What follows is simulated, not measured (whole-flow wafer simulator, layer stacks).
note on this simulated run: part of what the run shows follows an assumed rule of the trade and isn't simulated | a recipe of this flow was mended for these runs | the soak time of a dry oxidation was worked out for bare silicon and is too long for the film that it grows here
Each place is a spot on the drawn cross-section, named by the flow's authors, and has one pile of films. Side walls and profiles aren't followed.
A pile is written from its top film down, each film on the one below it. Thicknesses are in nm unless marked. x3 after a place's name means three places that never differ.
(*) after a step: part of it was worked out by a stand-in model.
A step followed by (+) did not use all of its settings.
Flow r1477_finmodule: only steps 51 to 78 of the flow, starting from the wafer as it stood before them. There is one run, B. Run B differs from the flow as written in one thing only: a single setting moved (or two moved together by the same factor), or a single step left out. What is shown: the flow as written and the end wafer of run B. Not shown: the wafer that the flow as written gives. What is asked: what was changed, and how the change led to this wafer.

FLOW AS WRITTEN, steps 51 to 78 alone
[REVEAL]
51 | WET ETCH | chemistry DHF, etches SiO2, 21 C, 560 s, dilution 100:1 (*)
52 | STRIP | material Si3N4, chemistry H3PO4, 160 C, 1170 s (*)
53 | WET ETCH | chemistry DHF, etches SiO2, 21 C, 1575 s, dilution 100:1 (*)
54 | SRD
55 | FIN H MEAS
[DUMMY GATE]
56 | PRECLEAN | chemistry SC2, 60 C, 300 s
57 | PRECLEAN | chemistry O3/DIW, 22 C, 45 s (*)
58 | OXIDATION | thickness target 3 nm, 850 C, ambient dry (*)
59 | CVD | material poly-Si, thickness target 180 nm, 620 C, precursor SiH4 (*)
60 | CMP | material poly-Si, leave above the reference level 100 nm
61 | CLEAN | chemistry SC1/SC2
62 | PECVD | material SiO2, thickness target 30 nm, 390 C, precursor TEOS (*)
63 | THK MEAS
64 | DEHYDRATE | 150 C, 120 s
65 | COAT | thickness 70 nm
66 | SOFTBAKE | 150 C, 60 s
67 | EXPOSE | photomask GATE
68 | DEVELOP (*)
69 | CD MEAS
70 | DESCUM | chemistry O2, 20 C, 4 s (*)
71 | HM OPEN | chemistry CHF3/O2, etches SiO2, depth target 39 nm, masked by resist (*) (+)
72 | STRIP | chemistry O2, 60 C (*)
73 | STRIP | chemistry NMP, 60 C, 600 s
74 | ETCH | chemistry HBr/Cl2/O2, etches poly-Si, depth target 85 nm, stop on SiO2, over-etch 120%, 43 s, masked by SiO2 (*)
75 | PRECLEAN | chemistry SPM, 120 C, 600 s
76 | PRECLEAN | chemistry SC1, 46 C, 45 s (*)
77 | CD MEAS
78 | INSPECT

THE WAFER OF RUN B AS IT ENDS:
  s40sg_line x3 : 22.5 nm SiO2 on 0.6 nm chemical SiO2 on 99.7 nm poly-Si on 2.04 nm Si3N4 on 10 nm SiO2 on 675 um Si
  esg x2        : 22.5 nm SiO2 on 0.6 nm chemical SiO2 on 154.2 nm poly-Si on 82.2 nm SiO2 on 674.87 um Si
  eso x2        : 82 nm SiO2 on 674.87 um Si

Cause: step 52, STRIP: 555.8 s was run, though the flow has 1170 s.

How this came from the change, step by step:
  52 | STRIP | material Si3N4, chemistry H3PO4, 160 C, 1170 s (*)
      s40sg_line x3, s40so_line x3: Si3N4 loses 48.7 (as written it would have been: Si3N4 loses 55.1 (all of it), SiO2 loses 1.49)
      pad, padg, esg x2 and 18 more: SiO2 loses 2.03 (as written it would have been: SiO2 loses 4.28)
      (and at 8 other places as well)
  53 | WET ETCH | chemistry DHF, etches SiO2, 21 C, 1575 s, dilution 100:1 (*)
      s40sg_line x3, s40so_line x3: Si3N4 loses 4.28 (as written it would have been: SiO2 loses 8.51 (all of it))
      elg x4, elo x4: SiO2 loses 9.54 (all of it) (as written it would have been: SiO2 loses 7.85 (all of it))
  57 | PRECLEAN | chemistry O3/DIW, 22 C, 45 s (*)
      s40sg_line x3, s40so_line x3: nothing (as written it would have been: chemical SiO2 gains 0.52, Si loses 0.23)
  58 | OXIDATION | thickness target 3 nm, 850 C, ambient dry (*)
      s40sg_line x3, s40so_line x3: nothing (as written it would have been: SiO2 gains 3 (new film), chemical SiO2 loses 0.85 (all of it), Si loses 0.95)
  59 | CVD | material poly-Si, thickness target 180 nm, 620 C, precursor SiH4 (*)
      s40cg x3, s40sg x3, s40co x3, s40so x3: poly-Si gains 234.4 (new film) (as written it would have been: poly-Si gains 226.3 (new film))
  60 | CMP | material poly-Si, leave above the reference level 100 nm
      elg x4, esg x2, e100sg, elo x4, eso x2, e100so: poly-Si loses 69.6 (as written it would have been: poly-Si loses 80)
      pad, padg: poly-Si loses 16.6 (as written it would have been: poly-Si loses 24.8)
      (and at 2 other places as well)
  74 | ETCH | chemistry HBr/Cl2/O2, etches poly-Si, depth target 85 nm, stop on SiO2, over-etch 120%, 43 s, masked by SiO2 (*)
      s40so_line x3: chemical SiO2 loses 1.12 (all of it), poly-Si loses 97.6 (all of it), Si3N4 loses 2.04 (all of it), SiO2 loses 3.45 (as written it would have been: chemical SiO2 loses 1.12 (all of it), poly-Si loses 97.6 (all of it), SiO2 loses 0.45)
      eso x2, e100so, e200so, s40so x3: chemical SiO2 loses 1.12 (all of it), poly-Si loses 152 (all of it), SiO2 loses 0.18 (as written it would have been: chemical SiO2 loses 1.12 (all of it), poly-Si loses 143.9 (all of it), SiO2 loses 0.22)
      (and at 8 other places as well)
